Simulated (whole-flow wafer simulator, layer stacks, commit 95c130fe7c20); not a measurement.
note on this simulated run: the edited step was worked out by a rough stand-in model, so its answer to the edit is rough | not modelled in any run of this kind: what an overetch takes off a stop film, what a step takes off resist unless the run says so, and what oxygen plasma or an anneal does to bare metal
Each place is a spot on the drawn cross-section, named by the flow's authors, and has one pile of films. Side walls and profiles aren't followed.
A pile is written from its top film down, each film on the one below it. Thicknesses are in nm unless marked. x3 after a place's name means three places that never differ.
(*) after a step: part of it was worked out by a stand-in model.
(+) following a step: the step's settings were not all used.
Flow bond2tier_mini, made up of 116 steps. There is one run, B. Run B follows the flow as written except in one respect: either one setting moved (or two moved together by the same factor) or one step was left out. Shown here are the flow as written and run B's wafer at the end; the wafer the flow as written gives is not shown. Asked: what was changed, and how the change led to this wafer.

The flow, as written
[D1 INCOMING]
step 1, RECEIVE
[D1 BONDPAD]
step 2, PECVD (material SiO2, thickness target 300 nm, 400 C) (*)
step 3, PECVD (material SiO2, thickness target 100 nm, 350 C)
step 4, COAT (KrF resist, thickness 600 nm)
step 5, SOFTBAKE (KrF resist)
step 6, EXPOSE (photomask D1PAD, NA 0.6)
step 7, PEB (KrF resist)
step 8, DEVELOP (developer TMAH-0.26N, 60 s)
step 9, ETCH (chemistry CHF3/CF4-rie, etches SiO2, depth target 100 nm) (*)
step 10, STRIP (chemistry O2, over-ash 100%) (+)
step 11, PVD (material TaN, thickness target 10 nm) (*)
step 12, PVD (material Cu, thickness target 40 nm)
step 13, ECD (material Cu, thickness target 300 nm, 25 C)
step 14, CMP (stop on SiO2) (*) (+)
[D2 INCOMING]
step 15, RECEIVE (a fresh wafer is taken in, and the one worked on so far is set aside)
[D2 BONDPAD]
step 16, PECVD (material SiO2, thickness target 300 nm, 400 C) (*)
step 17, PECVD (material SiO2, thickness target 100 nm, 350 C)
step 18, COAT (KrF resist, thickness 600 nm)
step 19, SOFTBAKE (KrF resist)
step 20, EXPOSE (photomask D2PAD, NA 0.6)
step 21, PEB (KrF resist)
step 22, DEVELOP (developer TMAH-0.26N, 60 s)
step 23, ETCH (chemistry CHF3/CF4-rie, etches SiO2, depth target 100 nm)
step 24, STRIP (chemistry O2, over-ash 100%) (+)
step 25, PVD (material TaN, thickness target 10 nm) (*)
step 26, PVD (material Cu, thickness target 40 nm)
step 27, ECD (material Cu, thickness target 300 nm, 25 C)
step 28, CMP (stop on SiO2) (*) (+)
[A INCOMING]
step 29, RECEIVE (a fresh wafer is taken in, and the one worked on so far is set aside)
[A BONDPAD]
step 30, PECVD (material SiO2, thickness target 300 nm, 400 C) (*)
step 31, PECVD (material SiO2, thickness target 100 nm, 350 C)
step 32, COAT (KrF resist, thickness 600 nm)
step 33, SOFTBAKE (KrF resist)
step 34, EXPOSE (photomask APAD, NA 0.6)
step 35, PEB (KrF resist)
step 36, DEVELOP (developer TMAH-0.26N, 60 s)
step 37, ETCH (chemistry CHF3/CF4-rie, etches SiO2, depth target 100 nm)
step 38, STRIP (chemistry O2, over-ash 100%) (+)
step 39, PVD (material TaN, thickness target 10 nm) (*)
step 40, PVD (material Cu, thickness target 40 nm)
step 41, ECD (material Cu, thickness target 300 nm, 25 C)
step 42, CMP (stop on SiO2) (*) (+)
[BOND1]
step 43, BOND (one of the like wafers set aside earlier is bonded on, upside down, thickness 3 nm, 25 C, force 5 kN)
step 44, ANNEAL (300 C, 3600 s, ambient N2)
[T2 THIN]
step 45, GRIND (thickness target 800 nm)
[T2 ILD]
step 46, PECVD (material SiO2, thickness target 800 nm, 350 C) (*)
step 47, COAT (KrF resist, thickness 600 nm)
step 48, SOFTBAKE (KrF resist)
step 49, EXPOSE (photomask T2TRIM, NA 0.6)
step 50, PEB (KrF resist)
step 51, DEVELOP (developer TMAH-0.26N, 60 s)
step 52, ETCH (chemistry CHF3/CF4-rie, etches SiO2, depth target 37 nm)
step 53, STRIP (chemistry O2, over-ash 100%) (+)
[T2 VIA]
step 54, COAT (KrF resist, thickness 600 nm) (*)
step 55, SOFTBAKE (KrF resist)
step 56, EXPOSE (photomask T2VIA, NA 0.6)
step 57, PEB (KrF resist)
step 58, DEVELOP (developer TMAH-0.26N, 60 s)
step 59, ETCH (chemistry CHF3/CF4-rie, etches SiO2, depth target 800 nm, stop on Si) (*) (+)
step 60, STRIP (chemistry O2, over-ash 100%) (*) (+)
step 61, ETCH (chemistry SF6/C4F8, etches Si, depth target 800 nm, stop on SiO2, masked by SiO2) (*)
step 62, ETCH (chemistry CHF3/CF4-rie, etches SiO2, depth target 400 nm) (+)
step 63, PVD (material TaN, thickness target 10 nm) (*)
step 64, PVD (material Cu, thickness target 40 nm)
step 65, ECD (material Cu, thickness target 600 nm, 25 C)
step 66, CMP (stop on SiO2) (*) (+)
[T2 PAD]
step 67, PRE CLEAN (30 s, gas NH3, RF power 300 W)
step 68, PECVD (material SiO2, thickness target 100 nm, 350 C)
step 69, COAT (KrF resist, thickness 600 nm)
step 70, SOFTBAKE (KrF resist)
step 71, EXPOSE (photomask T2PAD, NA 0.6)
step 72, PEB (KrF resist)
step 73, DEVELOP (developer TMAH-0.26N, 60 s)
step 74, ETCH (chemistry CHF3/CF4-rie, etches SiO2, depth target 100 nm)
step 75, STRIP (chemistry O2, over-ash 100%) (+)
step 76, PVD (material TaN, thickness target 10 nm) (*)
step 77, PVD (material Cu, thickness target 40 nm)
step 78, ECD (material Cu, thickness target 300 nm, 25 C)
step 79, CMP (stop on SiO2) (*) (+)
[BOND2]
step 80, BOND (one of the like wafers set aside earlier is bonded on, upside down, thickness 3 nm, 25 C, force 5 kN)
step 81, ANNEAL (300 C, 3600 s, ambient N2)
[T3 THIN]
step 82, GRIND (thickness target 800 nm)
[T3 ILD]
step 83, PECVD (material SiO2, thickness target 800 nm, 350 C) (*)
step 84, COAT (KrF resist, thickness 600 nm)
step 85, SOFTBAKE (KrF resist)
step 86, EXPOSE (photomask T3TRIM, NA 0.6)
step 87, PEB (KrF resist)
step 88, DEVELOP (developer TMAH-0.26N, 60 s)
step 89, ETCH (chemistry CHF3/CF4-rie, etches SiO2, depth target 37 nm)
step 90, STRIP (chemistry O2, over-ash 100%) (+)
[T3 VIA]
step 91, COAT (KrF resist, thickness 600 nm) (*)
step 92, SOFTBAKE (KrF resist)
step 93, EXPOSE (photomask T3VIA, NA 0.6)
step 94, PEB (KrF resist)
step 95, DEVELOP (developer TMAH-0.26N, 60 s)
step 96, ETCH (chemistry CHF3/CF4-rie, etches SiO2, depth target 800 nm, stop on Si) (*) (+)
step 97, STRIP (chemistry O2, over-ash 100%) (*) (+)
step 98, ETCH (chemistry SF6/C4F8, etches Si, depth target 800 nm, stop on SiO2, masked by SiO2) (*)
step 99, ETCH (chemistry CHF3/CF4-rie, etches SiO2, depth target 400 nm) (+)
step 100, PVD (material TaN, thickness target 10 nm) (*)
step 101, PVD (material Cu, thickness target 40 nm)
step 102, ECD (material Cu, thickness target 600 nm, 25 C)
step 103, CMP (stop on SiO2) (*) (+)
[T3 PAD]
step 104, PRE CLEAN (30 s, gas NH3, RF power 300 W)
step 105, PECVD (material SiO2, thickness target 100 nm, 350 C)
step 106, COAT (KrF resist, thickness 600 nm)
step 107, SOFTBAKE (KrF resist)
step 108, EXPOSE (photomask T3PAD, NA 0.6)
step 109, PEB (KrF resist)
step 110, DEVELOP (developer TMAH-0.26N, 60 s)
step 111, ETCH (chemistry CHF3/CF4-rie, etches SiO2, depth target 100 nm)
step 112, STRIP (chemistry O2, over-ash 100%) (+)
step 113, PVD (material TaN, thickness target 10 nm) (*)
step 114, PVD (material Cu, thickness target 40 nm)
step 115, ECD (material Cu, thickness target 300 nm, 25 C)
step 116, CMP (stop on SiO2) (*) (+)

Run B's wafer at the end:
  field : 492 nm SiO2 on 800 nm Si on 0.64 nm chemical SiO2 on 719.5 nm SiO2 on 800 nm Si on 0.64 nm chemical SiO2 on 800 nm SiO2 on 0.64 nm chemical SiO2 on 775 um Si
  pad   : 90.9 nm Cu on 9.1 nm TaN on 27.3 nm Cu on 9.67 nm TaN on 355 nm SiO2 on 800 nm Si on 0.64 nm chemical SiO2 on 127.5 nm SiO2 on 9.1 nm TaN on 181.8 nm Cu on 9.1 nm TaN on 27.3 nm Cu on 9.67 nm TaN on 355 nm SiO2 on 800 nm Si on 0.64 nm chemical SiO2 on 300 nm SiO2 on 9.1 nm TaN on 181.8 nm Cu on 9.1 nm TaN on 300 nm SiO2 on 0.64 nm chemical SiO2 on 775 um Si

What caused this: step 16, PECVD: thickness target 127.5 nm was run, though the flow has thickness target 300 nm.
One can read it off the wafer: pad has SiO2 127.5, and step 16 as written asks for 300 nm.

The path from the change to this, step by step:
  step 16, PECVD (material SiO2, thickness target 300 nm, 400 C) (*)
      field, pad, via: SiO2 gains 127.5 (new film) (in the flow as written it would be: SiO2 gains 300 (new film))
  step 80, BOND (one of the like wafers set aside earlier is bonded on, upside down, thickness 3 nm, 25 C, force 5 kN)
      field: Si gains 775 um (new film), chemical SiO2 gains 0.64 (new film), SiO2 gains 227.5 (in the flow as written it would be: Si gains 775 um (new film), chemical SiO2 gains 0.64 (new film), SiO2 gains 400)
      pad: Si gains 775 um (new film), chemical SiO2 gains 0.64 (new film), SiO2 gains 127.5 (new film), TaN gains 9.1 (new film), Cu gains 90.9 (in the flow as written it would be: Si gains 775 um (new film), chemical SiO2 gains 0.64 (new film), SiO2 gains 300 (new film), TaN gains 9.1 (new film), Cu gains 90.9)
